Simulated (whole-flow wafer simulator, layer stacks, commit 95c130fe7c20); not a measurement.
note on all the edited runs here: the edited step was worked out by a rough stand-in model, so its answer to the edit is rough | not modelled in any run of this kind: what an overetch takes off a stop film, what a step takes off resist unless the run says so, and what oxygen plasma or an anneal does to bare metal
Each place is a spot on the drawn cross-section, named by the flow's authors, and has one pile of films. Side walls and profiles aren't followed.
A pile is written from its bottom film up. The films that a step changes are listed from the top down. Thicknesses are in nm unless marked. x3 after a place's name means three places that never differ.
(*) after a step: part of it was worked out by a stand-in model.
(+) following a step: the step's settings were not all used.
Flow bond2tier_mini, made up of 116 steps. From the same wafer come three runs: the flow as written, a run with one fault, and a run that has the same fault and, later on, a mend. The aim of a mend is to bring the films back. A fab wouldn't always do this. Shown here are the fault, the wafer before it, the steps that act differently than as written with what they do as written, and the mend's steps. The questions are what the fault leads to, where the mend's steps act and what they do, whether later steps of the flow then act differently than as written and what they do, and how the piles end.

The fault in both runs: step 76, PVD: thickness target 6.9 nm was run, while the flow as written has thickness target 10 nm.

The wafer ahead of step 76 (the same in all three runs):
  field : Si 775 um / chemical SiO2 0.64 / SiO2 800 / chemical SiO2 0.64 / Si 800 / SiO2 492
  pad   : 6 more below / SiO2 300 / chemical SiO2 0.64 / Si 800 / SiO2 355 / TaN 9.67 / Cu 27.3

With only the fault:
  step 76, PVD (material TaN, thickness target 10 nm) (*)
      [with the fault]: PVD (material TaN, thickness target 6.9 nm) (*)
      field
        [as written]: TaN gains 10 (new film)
        [with the fault]: TaN gains 6.9 (new film)
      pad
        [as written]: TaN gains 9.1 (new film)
        [with the fault]: TaN gains 6.28 (new film)
  Steps further on in the flow that do not act as written (not shown: 1 more step that differs only slightly, by at most 2% or 0.5 nm, whichever is larger):
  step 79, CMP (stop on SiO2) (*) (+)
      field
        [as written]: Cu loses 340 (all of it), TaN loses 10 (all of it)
        [with the fault]: Cu loses 340 (all of it), TaN loses 6.9 (all of it)
  The piles end different from the flow's at pad by more than 2% or 0.5 nm, whichever is larger.
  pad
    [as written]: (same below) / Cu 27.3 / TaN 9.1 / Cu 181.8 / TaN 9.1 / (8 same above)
    [with the fault]: (same below) / Cu 27.3 / TaN 6.28 / Cu 184.6 / TaN 9.1 / (8 same above)

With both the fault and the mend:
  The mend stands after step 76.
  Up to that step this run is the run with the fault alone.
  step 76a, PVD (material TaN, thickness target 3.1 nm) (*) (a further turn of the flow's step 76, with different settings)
      field
        TaN gains 3.1
      pad
        TaN gains 2.82
  Every later step of the flow that is run acts as written at every place that is followed.
  At every place that both follow, the piles at the end match the flow's.
